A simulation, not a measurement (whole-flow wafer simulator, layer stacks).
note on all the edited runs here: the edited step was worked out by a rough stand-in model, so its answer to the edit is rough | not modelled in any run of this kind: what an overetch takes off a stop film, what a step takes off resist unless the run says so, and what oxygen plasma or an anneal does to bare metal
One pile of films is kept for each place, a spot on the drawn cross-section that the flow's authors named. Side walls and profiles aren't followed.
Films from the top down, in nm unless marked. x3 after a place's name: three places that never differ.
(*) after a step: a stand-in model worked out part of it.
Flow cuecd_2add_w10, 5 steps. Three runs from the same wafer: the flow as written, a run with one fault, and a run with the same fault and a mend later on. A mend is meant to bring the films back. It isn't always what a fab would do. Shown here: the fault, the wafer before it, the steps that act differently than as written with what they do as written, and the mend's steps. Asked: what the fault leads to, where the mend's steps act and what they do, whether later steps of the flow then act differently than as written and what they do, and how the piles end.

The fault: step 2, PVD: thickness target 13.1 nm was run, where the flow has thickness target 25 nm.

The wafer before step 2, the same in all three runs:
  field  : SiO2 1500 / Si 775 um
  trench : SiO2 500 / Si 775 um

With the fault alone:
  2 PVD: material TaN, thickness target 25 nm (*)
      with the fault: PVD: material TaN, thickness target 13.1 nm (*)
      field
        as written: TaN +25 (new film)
        with the fault: TaN +13.1 (new film)
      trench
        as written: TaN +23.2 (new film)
        with the fault: TaN +12.1 (new film)
  No later step of the flow acts differently than as written at any place that is followed.
  At the end the piles differ from the flow's by more than 2% or 0.5 nm, whichever is larger, at field, trench.
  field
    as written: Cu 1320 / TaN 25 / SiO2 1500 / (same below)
    with the fault: Cu 1320 / TaN 13.1 / SiO2 1500 / (same below)
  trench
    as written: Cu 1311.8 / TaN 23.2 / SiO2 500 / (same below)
    with the fault: Cu 1311.8 / TaN 12.1 / SiO2 500 / (same below)

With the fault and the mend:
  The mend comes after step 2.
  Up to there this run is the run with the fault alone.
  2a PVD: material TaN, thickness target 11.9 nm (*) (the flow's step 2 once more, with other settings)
      field
        TaN +11.9
      trench
        TaN +11
  No later step of the flow acts differently than as written at any place that is followed.
  At the end the piles are the same as the flow's at every place that both follow.
